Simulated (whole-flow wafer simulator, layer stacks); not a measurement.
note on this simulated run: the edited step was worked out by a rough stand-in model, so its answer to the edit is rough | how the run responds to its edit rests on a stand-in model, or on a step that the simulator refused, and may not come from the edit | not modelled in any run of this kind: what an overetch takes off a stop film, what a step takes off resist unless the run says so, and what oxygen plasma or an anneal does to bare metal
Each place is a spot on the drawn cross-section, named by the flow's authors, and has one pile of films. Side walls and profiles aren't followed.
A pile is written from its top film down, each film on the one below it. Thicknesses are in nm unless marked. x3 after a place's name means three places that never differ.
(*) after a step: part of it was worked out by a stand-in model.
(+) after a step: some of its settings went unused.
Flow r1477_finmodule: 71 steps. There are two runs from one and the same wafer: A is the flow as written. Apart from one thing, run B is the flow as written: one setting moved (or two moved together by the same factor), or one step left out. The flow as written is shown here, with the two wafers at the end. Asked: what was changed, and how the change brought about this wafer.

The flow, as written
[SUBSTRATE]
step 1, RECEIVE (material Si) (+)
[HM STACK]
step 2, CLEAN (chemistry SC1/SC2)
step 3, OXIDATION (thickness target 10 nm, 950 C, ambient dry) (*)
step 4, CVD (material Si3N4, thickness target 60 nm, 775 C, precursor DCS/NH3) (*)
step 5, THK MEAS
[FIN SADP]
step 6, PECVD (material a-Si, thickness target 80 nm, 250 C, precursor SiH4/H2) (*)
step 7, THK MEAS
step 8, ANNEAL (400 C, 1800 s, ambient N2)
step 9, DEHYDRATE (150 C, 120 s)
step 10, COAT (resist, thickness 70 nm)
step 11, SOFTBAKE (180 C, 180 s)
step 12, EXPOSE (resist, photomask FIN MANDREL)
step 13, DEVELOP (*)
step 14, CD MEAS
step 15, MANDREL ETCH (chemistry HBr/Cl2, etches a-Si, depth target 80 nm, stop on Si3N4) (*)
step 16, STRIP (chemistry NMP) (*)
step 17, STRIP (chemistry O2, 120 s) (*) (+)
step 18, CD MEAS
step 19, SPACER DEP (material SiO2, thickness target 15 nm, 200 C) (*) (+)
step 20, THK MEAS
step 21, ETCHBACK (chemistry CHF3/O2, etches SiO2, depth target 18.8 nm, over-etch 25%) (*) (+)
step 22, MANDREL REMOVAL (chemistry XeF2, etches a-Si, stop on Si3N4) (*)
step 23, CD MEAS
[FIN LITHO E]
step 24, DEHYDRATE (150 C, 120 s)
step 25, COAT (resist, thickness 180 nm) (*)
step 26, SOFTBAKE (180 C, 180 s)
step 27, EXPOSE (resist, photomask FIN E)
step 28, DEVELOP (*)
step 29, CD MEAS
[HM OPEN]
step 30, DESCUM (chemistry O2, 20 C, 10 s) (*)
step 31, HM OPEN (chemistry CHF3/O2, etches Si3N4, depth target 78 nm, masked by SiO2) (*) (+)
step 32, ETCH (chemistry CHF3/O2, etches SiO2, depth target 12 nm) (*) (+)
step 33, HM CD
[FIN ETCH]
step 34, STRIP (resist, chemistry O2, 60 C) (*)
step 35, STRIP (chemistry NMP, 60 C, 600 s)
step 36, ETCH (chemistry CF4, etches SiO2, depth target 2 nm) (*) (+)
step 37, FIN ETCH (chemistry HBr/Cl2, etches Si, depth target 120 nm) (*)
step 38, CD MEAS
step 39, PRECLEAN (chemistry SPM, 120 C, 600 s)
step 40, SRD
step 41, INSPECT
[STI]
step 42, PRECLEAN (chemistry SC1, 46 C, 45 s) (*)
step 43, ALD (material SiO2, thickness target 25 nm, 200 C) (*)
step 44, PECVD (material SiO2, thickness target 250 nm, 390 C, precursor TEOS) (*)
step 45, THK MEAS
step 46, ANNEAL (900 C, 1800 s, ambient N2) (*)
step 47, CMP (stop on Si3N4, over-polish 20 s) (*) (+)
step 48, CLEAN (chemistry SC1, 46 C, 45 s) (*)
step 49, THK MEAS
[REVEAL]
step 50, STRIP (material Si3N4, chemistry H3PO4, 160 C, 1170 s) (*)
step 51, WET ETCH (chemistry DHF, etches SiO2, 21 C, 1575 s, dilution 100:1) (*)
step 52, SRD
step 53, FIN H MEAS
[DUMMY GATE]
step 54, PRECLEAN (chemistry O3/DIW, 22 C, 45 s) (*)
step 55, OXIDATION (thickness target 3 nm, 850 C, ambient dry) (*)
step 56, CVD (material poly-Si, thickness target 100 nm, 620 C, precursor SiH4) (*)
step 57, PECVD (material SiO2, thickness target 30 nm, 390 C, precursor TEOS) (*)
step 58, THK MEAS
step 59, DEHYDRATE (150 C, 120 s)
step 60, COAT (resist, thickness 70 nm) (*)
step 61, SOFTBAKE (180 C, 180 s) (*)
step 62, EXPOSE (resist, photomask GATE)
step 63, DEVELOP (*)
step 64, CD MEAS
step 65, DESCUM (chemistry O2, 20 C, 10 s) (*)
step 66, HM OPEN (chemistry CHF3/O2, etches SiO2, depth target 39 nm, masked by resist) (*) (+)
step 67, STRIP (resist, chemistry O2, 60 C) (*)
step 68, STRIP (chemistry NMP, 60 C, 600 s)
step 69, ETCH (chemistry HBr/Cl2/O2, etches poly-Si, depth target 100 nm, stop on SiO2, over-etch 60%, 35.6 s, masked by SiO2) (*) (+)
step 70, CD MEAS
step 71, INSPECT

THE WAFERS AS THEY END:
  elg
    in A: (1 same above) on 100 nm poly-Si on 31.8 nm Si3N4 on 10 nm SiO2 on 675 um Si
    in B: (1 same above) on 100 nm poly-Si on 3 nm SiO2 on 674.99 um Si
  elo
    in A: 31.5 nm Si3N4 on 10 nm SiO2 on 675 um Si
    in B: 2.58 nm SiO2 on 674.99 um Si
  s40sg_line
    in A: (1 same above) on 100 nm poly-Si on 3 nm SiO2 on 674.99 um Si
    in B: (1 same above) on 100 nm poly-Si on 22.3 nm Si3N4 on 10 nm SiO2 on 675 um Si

What caused this: step 6, PECVD: thickness target 36 nm was run, whereas the flow has thickness target 80 nm.

The path from the change to this, step by step:
  step 6, PECVD (material a-Si, thickness target 80 nm, 250 C, precursor SiH4/H2) (*)
      pad, padg, elg and 33 more: A a-Si gains 80 (new film) | B a-Si gains 36 (new film)
  step 15, MANDREL ETCH (chemistry HBr/Cl2, etches a-Si, depth target 80 nm, stop on Si3N4) (*)
      pad, padg, elg and 27 more: A a-Si loses 80 (all of it) | B a-Si loses 36 (all of it)
      s40cg, s45cg, s50cg, s40co, s45co, s50co: A resist loses 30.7 | B resist loses 20.7
  step 16, STRIP (chemistry NMP) (*)
      s40cg, s45cg, s50cg, s40co, s45co, s50co: A resist loses 39.3 (all of it) | B resist loses 49.3 (all of it)
  step 21, ETCHBACK (chemistry CHF3/O2, etches SiO2, depth target 18.8 nm, over-etch 25%) (*) (+)
      s40sg_line, s45sg_line, s50sg_line, s40so_line, s45so_line, s50so_line: A SiO2 gains 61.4 | B SiO2 gains 17.4
  step 22, MANDREL REMOVAL (chemistry XeF2, etches a-Si, stop on Si3N4) (*)
      s40cg, s45cg, s50cg, s40co, s45co, s50co: A a-Si loses 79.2 (all of it) | B a-Si loses 35.2 (all of it)
  step 25, COAT (resist, thickness 180 nm) (*)
      s40cg, s40co: A resist gains 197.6 (new film) | B resist gains 186.6 (new film)
      s40sg, s40so: A resist gains 201.2 (new film) | B resist gains 190.2 (new film)
      (and at 14 other places as well)
  step 28, DEVELOP (*)
      s40cg, s40co: A resist loses 197.6 (all of it) | B resist loses 186.6 (all of it)
      s40sg, s40so: A resist loses 201.2 (all of it) | B resist loses 190.2 (all of it)
      (and at 14 other places as well)
  step 31, HM OPEN (chemistry CHF3/O2, etches Si3N4, depth target 78 nm, masked by SiO2) (*) (+)
      s40sg_line, s45sg_line, s50sg_line, s40so_line, s45so_line, s50so_line: A SiO2 loses 39 | B SiO2 loses 32.4 (all of it), Si3N4 loses 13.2
  step 32, ETCH (chemistry CHF3/O2, etches SiO2, depth target 12 nm) (*) (+)
      s40sg_line, s45sg_line, s50sg_line, s40so_line, s45so_line, s50so_line: A SiO2 loses 12 | B Si3N4 loses 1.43
      pad, padg, e40sg and 11 more: A Si loses 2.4 | B Si loses 0.3
      (and at 16 other places as well)
  step 34, STRIP (resist, chemistry O2, 60 C) (*)
      elg, e40lg, e100lg, e200lg, elo, e40lo, e100lo, e200lo: A resist loses 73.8 (all of it) | B resist loses 83.8 (all of it)
  step 36, ETCH (chemistry CF4, etches SiO2, depth target 2 nm) (*) (+)
      elg, e40lg, e100lg, e200lg, elo, e40lo, e100lo, e200lo: A Si3N4 loses 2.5 | B nothing
      s40sg_line, s45sg_line, s50sg_line, s40so_line, s45so_line, s50so_line: A SiO2 loses 2 | B nothing
  step 37, FIN ETCH (chemistry HBr/Cl2, etches Si, depth target 120 nm) (*)
      s40sg_line, s45sg_line, s50sg_line, s40so_line, s45so_line, s50so_line: A SiO2 loses 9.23 | B Si3N4 loses 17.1
  step 43, ALD (material SiO2, thickness target 25 nm, 200 C) (*)
      s40sg_line, s45sg_line, s50sg_line, s40so_line, s45so_line, s50so_line: A SiO2 gains 25 | B SiO2 gains 25 (new film)
      s40cg, s45cg, s50cg, s40co, s45co, s50co: A SiO2 gains 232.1 (new film) | B SiO2 gains 184.1 (new film)
  step 47, CMP (stop on Si3N4, over-polish 20 s) (*) (+)
      elg, e40lg, e100lg, e200lg, elo, e40lo, e100lo, e200lo: A SiO2 loses 241.6 | B SiO2 loses 263.8 (all of it), Si3N4 loses 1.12
      s40sg_line, s45sg_line, s50sg_line, s40so_line, s45so_line, s50so_line: A SiO2 loses 277.9 (all of it), Si3N4 loses 1.12 | B SiO2 loses 253.9
      (and at 22 other places as well)
  step 50, STRIP (material Si3N4, chemistry H3PO4, 160 C, 1170 s) (*)
      elg, e40lg, e100lg, e200lg, elo, e40lo, e100lo, e200lo: A SiO2 loses 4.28 | B Si3N4 loses 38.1 (all of it), SiO2 loses 2.02
      s40sg_line, s45sg_line, s50sg_line, s40so_line, s45so_line, s50so_line: A Si3N4 loses 58.9 (all of it), SiO2 loses 1.37 | B SiO2 loses 4.28
  step 51, WET ETCH (chemistry DHF, etches SiO2, 21 C, 1575 s, dilution 100:1) (*)
      elg, e40lg, e100lg, e200lg, elo, e40lo, e100lo, e200lo: A SiO2 loses 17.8 (all of it), Si3N4 loses 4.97 | B SiO2 loses 7.98 (all of it)
      s40sg_line, s45sg_line, s50sg_line, s40so_line, s45so_line, s50so_line: A SiO2 loses 8.63 (all of it) | B SiO2 loses 5.59 (all of it), Si3N4 loses 5.96
  ... another 6 steps ...
  step 69, ETCH (chemistry HBr/Cl2/O2, etches poly-Si, depth target 100 nm, stop on SiO2, over-etch 60%, 35.6 s, masked by SiO2) (*) (+)
      s40co: A chemical SiO2 loses 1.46 (all of it), poly-Si loses 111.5 (all of it), SiO2 loses 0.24 | B chemical SiO2 loses 1.51 (all of it), poly-Si loses 160
      s45co: A chemical SiO2 loses 1.46 (all of it), poly-Si loses 110.9 (all of it), SiO2 loses 0.25 | B chemical SiO2 loses 1.51 (all of it), poly-Si loses 160
      (and at 1 other place as well)
